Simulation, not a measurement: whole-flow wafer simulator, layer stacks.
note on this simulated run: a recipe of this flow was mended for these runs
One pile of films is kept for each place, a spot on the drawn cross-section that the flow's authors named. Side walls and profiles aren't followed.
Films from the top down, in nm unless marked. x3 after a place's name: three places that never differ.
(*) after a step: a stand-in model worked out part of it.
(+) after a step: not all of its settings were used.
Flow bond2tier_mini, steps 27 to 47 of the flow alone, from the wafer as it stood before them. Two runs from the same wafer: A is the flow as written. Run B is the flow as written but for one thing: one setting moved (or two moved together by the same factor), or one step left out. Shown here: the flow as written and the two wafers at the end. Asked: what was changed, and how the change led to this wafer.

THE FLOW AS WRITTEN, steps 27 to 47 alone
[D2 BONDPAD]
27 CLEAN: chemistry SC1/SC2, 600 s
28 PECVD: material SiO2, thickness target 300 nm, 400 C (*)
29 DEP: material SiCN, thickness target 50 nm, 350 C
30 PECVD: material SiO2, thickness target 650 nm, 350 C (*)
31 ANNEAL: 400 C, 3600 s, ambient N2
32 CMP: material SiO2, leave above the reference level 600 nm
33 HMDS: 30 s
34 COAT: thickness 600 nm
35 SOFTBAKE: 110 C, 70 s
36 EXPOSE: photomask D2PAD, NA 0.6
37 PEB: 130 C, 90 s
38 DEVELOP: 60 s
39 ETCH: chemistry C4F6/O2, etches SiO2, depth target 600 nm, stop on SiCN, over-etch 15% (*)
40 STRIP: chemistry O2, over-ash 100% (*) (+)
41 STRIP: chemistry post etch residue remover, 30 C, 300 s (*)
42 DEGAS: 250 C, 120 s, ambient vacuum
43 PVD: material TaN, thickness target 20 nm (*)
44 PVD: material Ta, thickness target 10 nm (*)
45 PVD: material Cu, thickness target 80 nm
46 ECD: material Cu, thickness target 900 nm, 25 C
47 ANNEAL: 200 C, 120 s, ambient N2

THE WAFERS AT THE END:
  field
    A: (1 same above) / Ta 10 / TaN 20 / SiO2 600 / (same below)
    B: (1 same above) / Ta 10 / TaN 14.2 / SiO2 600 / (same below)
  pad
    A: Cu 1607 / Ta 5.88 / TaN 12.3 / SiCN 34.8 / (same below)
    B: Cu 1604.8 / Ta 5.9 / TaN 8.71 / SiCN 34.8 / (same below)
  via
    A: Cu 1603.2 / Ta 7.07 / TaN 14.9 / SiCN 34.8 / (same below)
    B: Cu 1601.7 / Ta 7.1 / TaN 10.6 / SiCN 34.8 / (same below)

The cause: step 43, PVD: thickness target 14.2 nm was run, where the flow has thickness target 20 nm.
It can be read off the wafer: field has TaN 14.2, and step 43 as written asks for 20 nm.

How the change led to this, step by step:
  43 PVD: material TaN, thickness target 20 nm (*)
      field: A TaN +20 (new film) | B TaN +14.2 (new film)
      pad: A TaN +12.3 (new film) | B TaN +8.71 (new film)
      (and at 1 more place)
